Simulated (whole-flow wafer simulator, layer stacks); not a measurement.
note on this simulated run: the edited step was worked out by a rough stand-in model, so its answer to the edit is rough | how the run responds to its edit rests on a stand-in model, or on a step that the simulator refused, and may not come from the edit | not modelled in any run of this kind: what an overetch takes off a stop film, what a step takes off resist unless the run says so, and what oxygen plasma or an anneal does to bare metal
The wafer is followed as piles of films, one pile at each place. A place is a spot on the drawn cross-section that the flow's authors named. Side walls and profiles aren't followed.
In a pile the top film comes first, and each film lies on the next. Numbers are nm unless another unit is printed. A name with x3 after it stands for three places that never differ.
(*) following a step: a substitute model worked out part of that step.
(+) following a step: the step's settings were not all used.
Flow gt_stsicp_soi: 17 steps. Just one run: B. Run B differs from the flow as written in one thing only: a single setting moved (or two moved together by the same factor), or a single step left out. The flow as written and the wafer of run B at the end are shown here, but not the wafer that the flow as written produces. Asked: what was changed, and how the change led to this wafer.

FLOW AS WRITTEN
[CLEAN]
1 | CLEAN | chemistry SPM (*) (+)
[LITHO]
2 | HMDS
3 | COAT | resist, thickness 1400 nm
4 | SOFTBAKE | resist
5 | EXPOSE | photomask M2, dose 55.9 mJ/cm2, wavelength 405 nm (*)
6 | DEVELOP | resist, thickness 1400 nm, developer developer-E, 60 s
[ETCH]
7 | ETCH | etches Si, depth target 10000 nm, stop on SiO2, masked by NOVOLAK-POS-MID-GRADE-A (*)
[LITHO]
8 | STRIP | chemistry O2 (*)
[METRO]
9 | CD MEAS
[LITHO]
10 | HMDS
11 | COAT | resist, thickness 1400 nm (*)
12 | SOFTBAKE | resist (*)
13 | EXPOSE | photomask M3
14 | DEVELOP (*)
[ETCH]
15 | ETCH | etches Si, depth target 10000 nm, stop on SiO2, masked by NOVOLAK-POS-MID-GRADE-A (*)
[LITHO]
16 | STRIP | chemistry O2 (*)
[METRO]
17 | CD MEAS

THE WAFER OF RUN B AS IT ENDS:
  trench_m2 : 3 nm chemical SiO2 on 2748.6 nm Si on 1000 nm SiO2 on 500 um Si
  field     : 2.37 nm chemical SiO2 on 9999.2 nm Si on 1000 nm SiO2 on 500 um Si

Cause: step 7, ETCH: depth target 7250 nm was run, though the flow has depth target 10000 nm.

How this came from the change, step by step:
  7 | ETCH | etches Si, depth target 10000 nm, stop on SiO2, masked by NOVOLAK-POS-MID-GRADE-A (*)
      trench_m2: chemical SiO2 loses 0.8 (all of it), Si loses 7250 (in the flow as written it would be: chemical SiO2 loses 0.8 (all of it), Si loses 9999.9 (all of it))
      field, trench_m3: resist loses 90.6 (in the flow as written it would be: resist loses 125)
  8 | STRIP | chemistry O2 (*)
      trench_m2: chemical SiO2 gains 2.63 (new film), Si loses 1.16 (in the flow as written it would be: nothing)
      field, trench_m3: resist loses 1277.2 (all of it), chemical SiO2 gains 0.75, Si loses 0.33 (in the flow as written it would be: resist loses 1242.8 (all of it), chemical SiO2 gains 0.74, Si loses 0.33)
  11 | COAT | resist, thickness 1400 nm (*)
      trench_m2: resist gains 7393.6 (new film) (in the flow as written it would be: resist gains 9583.4 (new film))
  12 | SOFTBAKE | resist (*)
      field: resist gains 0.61 (in the flow as written it would be: nothing)
      trench_m2: resist gains 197 (in the flow as written it would be: nothing)
      (as well as at 1 more place)
  14 | DEVELOP (*)
      trench_m3: resist loses 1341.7 (all of it) (in the flow as written it would be: resist loses 1311.7 (all of it))
  16 | STRIP | chemistry O2 (*)
      trench_m2: resist loses 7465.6 (all of it), chemical SiO2 gains 0.37, Si loses 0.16 (in the flow as written it would be: resist loses 9458.4 (all of it))
